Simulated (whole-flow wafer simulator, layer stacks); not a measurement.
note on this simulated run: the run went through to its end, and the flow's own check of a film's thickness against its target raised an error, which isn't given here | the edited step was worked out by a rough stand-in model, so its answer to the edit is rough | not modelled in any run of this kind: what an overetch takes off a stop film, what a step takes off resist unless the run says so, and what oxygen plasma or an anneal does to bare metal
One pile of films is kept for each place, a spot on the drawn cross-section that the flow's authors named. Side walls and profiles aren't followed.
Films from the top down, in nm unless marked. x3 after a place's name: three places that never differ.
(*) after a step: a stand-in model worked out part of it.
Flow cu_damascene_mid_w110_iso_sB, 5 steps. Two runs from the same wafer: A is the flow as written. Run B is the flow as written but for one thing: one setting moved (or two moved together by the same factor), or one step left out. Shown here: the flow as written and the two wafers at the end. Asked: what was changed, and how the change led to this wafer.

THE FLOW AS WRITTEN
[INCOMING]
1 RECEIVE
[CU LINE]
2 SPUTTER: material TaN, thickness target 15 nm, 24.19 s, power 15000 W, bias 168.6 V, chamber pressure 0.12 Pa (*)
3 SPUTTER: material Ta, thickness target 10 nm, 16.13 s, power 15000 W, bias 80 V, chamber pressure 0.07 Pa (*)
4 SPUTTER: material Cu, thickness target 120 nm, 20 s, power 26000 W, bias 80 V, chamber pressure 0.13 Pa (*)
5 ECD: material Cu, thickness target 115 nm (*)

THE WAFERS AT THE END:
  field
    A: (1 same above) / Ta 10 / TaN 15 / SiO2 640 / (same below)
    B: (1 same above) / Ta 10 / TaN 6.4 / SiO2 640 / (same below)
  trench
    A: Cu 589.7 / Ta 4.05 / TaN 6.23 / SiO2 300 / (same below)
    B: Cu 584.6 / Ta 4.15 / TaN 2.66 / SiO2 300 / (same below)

The cause: step 2, SPUTTER: thickness target 6.4 nm was run, where the flow has thickness target 15 nm; step 2, SPUTTER: 10.28 s was run, where the flow has 24.19 s.
It can be read off the wafer: field has TaN 6.4, and step 2 as written asks for 15 nm.

How the change led to this, step by step:
  2 SPUTTER: material TaN, thickness target 15 nm, 24.19 s, power 15000 W, bias 168.6 V, chamber pressure 0.12 Pa (*)
      field: A TaN +15 (new film) | B TaN +6.4 (new film)
      trench: A TaN +6.23 (new film) | B TaN +2.66 (new film)
  4 SPUTTER: material Cu, thickness target 120 nm, 20 s, power 26000 W, bias 80 V, chamber pressure 0.13 Pa (*)
      trench: A Cu +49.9 (new film) | B Cu +51.3 (new film)
